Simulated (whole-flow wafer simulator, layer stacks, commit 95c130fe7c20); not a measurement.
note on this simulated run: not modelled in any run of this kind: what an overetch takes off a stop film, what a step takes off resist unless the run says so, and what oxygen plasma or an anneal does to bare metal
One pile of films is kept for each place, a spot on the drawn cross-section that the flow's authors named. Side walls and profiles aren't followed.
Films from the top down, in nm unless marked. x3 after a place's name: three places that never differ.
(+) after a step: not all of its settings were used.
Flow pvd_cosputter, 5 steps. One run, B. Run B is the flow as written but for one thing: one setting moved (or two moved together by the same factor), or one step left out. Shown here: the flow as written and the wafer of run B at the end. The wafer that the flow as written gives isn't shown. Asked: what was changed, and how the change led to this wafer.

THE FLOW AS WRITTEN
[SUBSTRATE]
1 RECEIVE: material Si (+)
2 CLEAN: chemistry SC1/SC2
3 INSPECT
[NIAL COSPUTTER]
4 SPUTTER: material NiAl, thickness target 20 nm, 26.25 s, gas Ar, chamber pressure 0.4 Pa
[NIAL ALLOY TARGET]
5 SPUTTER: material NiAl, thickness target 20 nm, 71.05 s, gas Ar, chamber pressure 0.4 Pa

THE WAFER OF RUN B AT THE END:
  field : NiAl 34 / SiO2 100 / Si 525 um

The cause: step 4, SPUTTER: thickness target 14 nm was run, where the flow has thickness target 20 nm.

How the change led to this, step by step:
  4 SPUTTER: material NiAl, thickness target 20 nm, 26.25 s, gas Ar, chamber pressure 0.4 Pa
      field: NiAl +14 (new film) (as written it would be: NiAl +20 (new film))
